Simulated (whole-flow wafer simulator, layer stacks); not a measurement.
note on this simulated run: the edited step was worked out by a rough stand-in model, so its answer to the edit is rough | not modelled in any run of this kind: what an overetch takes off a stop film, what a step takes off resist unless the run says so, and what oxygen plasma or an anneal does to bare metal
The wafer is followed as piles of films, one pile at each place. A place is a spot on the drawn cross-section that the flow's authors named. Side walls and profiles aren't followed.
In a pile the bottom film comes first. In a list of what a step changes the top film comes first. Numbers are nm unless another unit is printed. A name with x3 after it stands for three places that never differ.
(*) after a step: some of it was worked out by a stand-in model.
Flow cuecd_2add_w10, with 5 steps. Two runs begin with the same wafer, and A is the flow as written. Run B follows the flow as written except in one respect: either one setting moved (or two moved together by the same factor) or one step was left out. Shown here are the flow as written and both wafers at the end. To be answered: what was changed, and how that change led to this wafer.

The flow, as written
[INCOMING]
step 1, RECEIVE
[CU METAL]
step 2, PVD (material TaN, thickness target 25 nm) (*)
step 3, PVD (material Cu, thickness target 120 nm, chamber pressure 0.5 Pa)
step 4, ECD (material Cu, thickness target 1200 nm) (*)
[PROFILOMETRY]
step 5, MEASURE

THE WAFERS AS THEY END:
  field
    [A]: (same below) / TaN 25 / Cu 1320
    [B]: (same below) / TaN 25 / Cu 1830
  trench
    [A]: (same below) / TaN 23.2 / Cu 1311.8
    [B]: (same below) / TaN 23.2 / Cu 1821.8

The reason: step 4, ECD: thickness target 1710 nm was run, while the flow as written has thickness target 1200 nm.

The path from the change to this, step by step:
  step 4, ECD (material Cu, thickness target 1200 nm) (*)
      field, trench: A Cu gains 1200 | B Cu gains 1710
